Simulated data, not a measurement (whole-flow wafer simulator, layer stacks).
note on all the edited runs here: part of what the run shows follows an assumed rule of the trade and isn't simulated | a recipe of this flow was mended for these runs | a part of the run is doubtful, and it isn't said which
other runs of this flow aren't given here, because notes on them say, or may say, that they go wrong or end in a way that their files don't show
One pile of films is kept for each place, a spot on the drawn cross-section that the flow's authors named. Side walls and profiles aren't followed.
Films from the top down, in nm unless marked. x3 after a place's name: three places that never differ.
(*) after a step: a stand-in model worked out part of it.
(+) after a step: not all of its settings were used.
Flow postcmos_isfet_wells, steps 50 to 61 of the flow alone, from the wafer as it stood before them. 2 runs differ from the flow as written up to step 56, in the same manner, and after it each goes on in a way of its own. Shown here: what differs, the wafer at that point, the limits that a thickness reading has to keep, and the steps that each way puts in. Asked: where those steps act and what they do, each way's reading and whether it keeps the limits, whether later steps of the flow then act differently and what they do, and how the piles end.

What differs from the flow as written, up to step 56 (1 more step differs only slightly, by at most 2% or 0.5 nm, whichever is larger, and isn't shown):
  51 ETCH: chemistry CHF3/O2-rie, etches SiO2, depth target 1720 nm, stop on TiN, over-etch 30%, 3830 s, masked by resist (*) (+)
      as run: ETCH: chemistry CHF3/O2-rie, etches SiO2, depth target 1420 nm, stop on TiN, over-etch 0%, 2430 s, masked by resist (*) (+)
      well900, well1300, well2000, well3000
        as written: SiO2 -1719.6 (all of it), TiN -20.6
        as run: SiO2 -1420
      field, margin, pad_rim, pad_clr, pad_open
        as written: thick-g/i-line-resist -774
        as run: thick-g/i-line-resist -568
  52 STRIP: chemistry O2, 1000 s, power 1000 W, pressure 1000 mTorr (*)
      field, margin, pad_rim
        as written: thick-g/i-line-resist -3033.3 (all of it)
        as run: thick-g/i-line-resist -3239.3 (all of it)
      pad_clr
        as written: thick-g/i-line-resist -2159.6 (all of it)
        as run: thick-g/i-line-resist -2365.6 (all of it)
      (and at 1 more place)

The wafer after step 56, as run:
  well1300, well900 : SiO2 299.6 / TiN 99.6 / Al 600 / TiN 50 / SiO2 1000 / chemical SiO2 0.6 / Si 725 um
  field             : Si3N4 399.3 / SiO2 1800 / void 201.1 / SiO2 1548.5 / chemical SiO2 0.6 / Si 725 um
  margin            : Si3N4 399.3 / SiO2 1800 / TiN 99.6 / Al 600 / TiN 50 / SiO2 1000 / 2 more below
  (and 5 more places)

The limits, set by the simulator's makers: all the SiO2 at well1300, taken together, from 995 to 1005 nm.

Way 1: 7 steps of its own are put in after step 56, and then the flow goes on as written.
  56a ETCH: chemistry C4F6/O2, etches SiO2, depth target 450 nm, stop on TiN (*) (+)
      field, margin, pad_rim, pad_clr
        Si3N4 -30
      well900, well1300, well2000, well3000
        SiO2 -299.6 (all of it), TiN -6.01
      pad_open
        TiN -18
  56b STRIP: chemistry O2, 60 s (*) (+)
      changes no film at any place that is followed
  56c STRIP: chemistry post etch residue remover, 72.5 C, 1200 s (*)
      well900, well1300, well2000, well3000, pad_open
        TiN -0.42
      field, margin, pad_rim, pad_clr
        Si3N4 -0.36
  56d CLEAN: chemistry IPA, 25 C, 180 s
      changes no film at any place that is followed
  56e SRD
      changes no film at any place that is followed
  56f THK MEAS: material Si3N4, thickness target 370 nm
      changes no film at any place that is followed
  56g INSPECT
      changes no film at any place that is followed
  The reading after step 56g: 1000 nm, within the limits.
  No later step of the flow acts differently than as written at any place that is followed.
  At the end the piles differ from the flow's by more than 2% or 0.5 nm, whichever is larger, at field, margin, well900 and 6 more.
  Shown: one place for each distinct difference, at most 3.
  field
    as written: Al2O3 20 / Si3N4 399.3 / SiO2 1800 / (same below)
    this way: Al2O3 20 / Si3N4 368.9 / SiO2 1800 / (same below)
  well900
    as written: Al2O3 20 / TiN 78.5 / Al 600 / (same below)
    this way: Al2O3 20 / TiN 93.1 / Al 600 / (same below)
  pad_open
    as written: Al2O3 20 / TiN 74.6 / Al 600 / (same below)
    this way: Al2O3 20 / TiN 56.2 / Al 600 / (same below)

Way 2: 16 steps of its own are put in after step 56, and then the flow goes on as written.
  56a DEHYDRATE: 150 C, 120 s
      changes no film at any place that is followed
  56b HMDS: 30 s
      changes no film at any place that is followed
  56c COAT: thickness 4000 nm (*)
      well900, well1300, well2000, well3000
        thick-g/i-line-resist +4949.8 (new film)
      field, margin
        thick-g/i-line-resist +3050.2 (new film)
      pad_rim
        thick-g/i-line-resist +4000 (new film)
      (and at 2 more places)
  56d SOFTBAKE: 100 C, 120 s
      well2000
        thick-g/i-line-resist +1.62
      well3000
        thick-g/i-line-resist +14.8
      pad_clr
        thick-g/i-line-resist -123
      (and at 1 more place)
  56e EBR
      changes no film at any place that is followed
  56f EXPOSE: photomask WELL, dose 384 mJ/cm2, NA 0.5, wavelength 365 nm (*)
      changes no film at any place that is followed
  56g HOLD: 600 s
      changes no film at any place that is followed
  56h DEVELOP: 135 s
      field, margin, pad_rim, pad_clr, pad_open
        thick-g/i-line-resist -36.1
      well900, well1300
        thick-g/i-line-resist -4949.8 (all of it)
      well2000
        thick-g/i-line-resist -4951.4 (all of it)
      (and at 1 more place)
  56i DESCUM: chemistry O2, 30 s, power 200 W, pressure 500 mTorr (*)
      field, margin, pad_rim, pad_clr, pad_open
        thick-g/i-line-resist -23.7
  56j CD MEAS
      changes no film at any place that is followed
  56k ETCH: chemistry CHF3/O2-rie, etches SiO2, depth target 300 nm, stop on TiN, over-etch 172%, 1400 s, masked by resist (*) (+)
      field, margin, pad_rim, pad_clr, pad_open
        thick-g/i-line-resist -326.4
      well900, well1300, well2000, well3000
        SiO2 -299.6 (all of it), TiN -20.7
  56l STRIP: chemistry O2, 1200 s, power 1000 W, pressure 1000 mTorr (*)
      field, margin
        thick-g/i-line-resist -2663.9 (all of it)
      pad_rim
        thick-g/i-line-resist -3613.7 (all of it)
      pad_clr
        thick-g/i-line-resist -2740.1 (all of it)
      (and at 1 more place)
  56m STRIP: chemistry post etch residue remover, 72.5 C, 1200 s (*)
      well900, well1300, well2000, well3000, pad_open
        TiN -0.42
      field, margin, pad_rim, pad_clr
        Si3N4 -0.36
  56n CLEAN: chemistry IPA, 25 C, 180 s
      changes no film at any place that is followed
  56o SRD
      changes no film at any place that is followed
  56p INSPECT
      changes no film at any place that is followed
  The reading after step 56p: 1000 nm, within the limits.
  No later step of the flow acts differently than as written at any place that is followed.
  At the end the piles differ from the flow's only slightly at the places that both follow, by at most 2% or 0.5 nm, whichever is larger.

Within the limits: way 1, way 2.
